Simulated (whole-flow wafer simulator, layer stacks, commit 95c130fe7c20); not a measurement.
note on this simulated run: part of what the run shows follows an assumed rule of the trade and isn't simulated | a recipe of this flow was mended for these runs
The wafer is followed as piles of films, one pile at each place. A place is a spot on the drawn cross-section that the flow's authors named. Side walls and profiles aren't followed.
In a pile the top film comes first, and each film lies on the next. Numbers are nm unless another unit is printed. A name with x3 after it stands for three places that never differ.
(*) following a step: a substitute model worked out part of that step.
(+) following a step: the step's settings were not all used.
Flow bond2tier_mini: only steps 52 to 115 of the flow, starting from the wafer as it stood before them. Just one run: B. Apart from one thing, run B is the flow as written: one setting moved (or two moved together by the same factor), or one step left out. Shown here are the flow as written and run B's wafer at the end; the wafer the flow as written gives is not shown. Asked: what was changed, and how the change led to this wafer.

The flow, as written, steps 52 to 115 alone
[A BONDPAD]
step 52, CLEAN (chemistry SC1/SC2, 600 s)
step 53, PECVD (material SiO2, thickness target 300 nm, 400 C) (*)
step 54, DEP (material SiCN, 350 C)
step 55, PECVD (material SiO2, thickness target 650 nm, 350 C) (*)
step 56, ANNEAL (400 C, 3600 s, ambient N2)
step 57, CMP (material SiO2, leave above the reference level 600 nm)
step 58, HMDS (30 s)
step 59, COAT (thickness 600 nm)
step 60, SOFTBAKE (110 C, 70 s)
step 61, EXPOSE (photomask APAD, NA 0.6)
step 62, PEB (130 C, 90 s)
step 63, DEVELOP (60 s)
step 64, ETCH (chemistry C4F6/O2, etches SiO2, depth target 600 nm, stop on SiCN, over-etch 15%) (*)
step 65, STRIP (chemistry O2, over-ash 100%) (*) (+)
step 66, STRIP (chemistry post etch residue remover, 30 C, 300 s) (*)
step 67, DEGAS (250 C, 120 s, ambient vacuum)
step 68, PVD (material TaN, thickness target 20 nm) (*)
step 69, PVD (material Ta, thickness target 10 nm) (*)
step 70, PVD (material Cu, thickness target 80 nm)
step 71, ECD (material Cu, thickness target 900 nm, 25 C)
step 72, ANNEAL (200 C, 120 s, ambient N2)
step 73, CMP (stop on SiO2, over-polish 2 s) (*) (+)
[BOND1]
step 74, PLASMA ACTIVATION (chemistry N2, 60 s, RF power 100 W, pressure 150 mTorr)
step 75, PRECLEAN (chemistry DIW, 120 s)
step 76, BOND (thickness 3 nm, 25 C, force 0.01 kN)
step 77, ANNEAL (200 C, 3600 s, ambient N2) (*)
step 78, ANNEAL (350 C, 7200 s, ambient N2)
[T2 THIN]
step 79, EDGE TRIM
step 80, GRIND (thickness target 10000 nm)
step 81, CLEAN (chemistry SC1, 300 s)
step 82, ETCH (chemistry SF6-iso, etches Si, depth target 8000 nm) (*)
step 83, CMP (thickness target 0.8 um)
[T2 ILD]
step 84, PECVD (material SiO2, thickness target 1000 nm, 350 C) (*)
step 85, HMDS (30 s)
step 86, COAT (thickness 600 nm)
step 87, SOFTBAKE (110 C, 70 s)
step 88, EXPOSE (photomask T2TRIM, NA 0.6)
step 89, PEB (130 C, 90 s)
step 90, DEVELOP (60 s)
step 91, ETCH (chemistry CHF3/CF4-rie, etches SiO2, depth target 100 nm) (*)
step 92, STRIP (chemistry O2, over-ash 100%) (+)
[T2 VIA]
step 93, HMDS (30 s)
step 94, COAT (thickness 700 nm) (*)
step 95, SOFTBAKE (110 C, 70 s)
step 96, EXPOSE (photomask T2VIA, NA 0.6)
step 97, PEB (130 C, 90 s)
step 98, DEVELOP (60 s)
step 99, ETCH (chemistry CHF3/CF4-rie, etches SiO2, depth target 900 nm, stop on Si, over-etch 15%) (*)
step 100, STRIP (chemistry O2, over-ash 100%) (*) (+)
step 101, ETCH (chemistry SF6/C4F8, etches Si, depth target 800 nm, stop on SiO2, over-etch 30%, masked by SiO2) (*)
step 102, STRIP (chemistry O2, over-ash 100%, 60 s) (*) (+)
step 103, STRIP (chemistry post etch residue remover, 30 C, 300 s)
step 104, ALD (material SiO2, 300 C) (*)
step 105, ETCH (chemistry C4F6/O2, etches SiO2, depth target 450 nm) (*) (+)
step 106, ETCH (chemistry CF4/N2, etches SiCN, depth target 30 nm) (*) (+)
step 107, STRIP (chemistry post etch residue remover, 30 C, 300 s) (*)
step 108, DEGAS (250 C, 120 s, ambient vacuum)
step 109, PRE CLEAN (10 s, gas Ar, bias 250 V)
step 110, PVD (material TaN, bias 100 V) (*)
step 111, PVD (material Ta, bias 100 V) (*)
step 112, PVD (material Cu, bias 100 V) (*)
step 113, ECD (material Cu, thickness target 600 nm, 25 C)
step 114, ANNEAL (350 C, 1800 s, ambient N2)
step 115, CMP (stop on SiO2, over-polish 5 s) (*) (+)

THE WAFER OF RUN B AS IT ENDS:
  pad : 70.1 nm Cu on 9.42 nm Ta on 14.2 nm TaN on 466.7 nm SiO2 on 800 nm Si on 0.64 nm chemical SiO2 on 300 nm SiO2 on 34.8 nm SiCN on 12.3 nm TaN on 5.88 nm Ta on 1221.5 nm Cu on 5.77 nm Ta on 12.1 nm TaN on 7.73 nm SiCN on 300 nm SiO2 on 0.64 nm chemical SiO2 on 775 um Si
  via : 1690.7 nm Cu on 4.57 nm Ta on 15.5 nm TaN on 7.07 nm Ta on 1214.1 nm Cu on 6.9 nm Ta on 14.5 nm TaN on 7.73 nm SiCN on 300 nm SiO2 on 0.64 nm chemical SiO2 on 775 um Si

Cause: step 64, ETCH: depth target 739.7 nm was run, whereas the flow has depth target 600 nm.

Step by step, how the change led to this:
  step 64, ETCH (chemistry C4F6/O2, etches SiO2, depth target 600 nm, stop on SiCN, over-etch 15%) (*)
      pad, via: -600 SiO2 (all of it), -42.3 SiCN (it would be, as written: -600 SiO2 (all of it), -15.2 SiCN)
      field: -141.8 thick-KrF-resist (it would be, as written: -115 thick-KrF-resist)
  step 65, STRIP (chemistry O2, over-ash 100%) (*) (+)
      field: -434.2 thick-KrF-resist (all of it) (it would be, as written: -460.9 thick-KrF-resist (all of it))
  step 70, PVD (material Cu, thickness target 80 nm)
      via: +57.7 Cu (new film) (it would be, as written: +59 Cu (new film))
